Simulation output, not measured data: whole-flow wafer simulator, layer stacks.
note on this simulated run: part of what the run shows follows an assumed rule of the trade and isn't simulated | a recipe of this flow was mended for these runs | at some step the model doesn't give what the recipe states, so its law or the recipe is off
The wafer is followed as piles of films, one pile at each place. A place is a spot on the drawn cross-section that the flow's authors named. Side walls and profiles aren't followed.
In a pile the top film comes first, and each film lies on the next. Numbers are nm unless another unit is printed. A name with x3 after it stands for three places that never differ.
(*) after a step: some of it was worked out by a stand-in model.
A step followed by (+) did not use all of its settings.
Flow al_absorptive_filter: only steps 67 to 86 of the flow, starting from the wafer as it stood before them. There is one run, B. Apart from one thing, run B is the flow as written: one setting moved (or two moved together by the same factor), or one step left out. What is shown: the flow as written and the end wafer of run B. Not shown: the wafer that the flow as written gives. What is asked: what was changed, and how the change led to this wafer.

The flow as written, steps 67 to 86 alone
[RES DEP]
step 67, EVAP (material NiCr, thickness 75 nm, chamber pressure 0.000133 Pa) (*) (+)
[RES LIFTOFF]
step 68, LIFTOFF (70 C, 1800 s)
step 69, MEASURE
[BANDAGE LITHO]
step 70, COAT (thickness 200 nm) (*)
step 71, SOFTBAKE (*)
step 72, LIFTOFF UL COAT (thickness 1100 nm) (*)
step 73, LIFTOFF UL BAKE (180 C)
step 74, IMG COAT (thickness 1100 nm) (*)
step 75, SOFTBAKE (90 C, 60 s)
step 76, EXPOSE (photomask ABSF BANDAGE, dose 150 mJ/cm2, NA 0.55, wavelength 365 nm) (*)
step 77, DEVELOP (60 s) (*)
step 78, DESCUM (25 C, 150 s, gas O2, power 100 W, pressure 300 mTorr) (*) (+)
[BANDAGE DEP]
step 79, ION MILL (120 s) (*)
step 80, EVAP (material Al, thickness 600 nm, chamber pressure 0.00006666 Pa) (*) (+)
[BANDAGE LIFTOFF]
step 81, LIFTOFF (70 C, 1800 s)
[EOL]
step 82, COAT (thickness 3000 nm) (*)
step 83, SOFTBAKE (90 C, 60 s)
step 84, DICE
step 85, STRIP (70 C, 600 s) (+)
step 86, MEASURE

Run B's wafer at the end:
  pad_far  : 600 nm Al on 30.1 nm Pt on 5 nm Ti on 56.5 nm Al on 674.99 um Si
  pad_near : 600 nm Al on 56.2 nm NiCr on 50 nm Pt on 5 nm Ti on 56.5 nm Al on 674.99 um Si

The reason: step 79, ION MILL: 163 s was run, though the flow has 120 s.

How this came from the change, step by step:
  step 79, ION MILL (120 s) (*)
      gnd, ledge, res and 9 more: i-line-resist loses 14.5 (as written it would have been: i-line-resist loses 10.7)
      pad_far: Pt loses 19.9 (as written it would have been: Pt loses 14.7)
      (as well as at 1 more place)
